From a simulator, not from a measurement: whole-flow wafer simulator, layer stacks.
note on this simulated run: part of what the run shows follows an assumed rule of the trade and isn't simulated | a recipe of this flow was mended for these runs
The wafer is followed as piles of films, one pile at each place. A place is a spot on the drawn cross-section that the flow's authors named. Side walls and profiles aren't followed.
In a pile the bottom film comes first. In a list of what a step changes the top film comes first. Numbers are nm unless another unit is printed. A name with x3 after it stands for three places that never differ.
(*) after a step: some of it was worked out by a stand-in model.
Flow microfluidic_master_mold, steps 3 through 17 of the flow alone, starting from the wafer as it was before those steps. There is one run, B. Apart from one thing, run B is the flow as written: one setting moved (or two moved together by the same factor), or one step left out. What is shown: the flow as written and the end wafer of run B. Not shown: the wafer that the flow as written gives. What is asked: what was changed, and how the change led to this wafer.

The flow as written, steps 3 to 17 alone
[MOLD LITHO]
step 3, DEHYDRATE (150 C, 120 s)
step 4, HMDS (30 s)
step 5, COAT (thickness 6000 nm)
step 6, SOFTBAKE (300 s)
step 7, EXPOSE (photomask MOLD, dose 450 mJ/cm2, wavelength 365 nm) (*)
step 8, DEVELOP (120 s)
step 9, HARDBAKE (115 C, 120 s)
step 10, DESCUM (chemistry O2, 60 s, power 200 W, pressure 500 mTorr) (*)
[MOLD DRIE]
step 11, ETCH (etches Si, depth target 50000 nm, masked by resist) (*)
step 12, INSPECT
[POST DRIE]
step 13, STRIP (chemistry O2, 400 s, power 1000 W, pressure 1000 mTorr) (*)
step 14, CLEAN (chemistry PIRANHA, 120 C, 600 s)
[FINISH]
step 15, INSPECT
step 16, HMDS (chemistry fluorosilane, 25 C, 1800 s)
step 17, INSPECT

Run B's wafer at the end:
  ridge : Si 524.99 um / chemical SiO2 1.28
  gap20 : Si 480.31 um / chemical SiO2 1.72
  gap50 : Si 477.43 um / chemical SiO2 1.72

Cause: step 5, COAT: thickness 6900 nm was run, whereas the flow has thickness 6000 nm.

The path from the change to this, step by step:
  step 5, COAT (thickness 6000 nm)
      ridge, gap20, gap50, gap200 x2: +6900 thick-i-line-resist (new film) (as written it would have been: +6000 thick-i-line-resist (new film))
  step 8, DEVELOP (120 s)
      gap20, gap50, gap200 x2: -6900 thick-i-line-resist (all of it) (as written it would have been: -6000 thick-i-line-resist (all of it))
  step 9, HARDBAKE (115 C, 120 s)
      ridge: -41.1 thick-i-line-resist (as written it would have been: -33.5 thick-i-line-resist)
  step 11, ETCH (etches Si, depth target 50000 nm, masked by resist) (*)
      gap20: -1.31 chemical SiO2 (all of it), -44.68 um Si (as written it would have been: -1.31 chemical SiO2 (all of it), -44.81 um Si)
      gap50: -1.31 chemical SiO2 (all of it), -47.56 um Si (as written it would have been: -1.31 chemical SiO2 (all of it), -47.62 um Si)
  step 13, STRIP (chemistry O2, 400 s, power 1000 W, pressure 1000 mTorr) (*)
      ridge: -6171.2 thick-i-line-resist (all of it), +0.68 chemical SiO2, -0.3 Si (as written it would have been: -5278.7 thick-i-line-resist (all of it), +0.78 chemical SiO2, -0.34 Si)
